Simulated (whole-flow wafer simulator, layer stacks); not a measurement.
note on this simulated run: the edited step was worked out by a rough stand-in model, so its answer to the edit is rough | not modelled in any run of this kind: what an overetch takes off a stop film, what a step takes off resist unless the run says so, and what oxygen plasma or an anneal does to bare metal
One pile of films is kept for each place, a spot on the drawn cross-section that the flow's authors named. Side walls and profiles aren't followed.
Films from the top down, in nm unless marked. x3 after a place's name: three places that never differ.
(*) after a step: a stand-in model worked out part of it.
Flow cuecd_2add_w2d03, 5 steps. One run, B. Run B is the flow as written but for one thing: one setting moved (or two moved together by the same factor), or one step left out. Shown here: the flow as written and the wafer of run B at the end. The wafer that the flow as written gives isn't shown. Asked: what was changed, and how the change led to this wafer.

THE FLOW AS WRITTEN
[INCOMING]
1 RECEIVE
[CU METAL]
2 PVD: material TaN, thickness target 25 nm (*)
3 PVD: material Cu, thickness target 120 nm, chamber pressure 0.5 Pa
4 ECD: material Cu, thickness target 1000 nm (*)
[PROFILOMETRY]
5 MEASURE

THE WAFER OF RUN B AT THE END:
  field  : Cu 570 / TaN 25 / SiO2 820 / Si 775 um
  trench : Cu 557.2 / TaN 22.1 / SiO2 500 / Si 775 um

The cause: step 4, ECD: thickness target 450 nm was run, where the flow has thickness target 1000 nm.

How the change led to this, step by step:
  4 ECD: material Cu, thickness target 1000 nm (*)
      field, trench: Cu +450 (as written it would be: Cu +1000)
